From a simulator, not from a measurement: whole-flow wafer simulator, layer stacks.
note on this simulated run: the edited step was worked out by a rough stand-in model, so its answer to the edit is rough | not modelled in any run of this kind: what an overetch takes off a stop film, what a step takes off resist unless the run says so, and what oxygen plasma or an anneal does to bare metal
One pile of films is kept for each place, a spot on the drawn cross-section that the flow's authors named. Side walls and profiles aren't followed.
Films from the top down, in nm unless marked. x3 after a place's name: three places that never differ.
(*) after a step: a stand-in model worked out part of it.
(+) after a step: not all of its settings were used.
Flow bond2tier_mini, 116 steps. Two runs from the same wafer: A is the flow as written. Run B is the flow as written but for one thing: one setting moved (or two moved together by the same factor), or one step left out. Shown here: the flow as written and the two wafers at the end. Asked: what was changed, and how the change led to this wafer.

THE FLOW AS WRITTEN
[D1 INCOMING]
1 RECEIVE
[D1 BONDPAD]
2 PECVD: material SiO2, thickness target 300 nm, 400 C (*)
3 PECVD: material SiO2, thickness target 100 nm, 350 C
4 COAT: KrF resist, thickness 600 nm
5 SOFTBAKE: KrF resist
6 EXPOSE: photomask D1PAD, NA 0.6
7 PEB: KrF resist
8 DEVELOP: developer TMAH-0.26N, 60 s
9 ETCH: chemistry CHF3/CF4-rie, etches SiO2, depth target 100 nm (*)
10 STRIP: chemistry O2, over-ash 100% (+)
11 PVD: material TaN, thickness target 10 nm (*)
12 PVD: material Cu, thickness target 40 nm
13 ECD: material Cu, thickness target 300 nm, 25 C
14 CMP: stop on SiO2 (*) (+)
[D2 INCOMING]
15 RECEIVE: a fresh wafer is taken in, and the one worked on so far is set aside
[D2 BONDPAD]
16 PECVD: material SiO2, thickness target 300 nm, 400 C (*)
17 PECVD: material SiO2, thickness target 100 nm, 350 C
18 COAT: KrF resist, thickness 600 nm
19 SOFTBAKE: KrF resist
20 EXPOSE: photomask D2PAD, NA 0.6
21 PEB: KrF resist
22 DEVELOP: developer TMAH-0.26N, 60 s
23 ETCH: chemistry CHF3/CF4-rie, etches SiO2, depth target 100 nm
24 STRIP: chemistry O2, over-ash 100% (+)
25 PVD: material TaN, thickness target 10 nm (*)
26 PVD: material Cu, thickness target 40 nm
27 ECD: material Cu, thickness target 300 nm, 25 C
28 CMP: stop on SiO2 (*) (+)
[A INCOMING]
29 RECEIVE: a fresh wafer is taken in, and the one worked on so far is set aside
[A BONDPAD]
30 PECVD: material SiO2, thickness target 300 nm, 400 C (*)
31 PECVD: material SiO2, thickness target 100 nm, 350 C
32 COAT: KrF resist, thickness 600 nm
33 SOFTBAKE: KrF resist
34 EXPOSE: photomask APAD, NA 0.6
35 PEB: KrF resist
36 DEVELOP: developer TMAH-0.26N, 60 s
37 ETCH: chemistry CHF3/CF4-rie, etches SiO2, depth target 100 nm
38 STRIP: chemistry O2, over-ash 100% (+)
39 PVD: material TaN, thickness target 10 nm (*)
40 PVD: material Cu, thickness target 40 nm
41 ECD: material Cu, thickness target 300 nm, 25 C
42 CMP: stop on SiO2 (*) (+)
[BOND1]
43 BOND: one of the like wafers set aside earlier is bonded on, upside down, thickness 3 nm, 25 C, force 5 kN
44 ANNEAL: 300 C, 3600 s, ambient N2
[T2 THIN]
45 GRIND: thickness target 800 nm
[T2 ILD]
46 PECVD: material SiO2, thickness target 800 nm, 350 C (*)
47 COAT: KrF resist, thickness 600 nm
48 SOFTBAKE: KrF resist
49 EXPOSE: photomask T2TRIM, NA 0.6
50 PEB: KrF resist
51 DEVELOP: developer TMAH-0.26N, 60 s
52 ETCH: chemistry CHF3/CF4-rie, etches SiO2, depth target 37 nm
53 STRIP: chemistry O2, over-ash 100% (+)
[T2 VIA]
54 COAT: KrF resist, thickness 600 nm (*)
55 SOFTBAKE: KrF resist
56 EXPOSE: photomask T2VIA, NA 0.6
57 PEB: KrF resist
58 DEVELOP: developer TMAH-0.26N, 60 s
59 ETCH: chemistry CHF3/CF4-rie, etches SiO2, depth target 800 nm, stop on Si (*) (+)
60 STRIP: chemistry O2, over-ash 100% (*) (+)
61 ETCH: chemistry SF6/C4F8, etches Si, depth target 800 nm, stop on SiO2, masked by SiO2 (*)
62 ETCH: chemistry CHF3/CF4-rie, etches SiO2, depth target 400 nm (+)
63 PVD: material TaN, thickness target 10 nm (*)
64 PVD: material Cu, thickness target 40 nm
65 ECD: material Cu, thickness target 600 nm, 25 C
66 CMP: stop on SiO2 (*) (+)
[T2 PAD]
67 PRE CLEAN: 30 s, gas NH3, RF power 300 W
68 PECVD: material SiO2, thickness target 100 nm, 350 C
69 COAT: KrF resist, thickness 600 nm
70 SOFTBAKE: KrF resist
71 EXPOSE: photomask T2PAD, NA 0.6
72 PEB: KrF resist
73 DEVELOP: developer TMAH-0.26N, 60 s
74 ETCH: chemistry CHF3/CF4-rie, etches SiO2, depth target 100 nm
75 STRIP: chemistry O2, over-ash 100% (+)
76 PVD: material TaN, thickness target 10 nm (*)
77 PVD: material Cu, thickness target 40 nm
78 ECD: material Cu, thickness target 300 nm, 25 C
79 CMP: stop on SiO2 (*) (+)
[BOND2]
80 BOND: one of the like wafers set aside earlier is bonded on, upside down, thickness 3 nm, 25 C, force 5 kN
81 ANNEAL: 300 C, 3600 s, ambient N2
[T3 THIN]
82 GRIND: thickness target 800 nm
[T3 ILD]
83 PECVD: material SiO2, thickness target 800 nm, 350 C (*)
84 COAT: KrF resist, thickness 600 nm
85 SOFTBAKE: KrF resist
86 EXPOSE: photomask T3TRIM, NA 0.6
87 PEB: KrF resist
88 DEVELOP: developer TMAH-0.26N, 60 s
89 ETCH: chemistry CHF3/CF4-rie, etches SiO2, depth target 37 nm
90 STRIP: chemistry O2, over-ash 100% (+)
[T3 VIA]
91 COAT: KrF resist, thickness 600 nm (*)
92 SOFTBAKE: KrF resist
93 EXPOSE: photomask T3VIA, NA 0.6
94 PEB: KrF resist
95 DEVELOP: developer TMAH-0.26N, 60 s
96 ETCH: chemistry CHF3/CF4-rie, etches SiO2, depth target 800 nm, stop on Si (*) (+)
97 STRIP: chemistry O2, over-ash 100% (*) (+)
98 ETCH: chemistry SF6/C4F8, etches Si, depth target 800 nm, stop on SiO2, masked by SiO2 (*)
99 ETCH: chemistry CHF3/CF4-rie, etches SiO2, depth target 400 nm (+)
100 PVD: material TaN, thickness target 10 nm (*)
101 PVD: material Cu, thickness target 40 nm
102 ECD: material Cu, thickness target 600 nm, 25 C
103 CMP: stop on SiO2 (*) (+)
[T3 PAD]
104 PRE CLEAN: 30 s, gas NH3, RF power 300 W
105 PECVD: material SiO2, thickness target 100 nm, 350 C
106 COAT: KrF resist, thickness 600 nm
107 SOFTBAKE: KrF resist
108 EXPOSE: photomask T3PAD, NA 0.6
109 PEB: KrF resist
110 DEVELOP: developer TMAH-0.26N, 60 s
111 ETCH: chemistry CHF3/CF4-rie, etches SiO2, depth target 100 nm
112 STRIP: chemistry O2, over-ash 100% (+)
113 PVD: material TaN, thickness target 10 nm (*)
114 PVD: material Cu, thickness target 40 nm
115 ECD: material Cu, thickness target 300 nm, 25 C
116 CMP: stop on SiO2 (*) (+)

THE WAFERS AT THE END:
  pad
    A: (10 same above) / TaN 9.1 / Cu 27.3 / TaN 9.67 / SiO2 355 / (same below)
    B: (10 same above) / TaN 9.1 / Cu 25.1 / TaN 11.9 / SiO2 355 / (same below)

The cause: step 63, PVD: thickness target 12.3 nm was run, where the flow has thickness target 10 nm.

How the change led to this, step by step:
  63 PVD: material TaN, thickness target 10 nm (*)
      field: A TaN +10 (new film) | B TaN +12.3 (new film)
      pad: A TaN +9.67 (new film) | B TaN +11.9 (new film)
  66 CMP: stop on SiO2 (*) (+)
      field: A Cu -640 (all of it), TaN -10 (all of it) | B Cu -640 (all of it), TaN -12.3 (all of it)
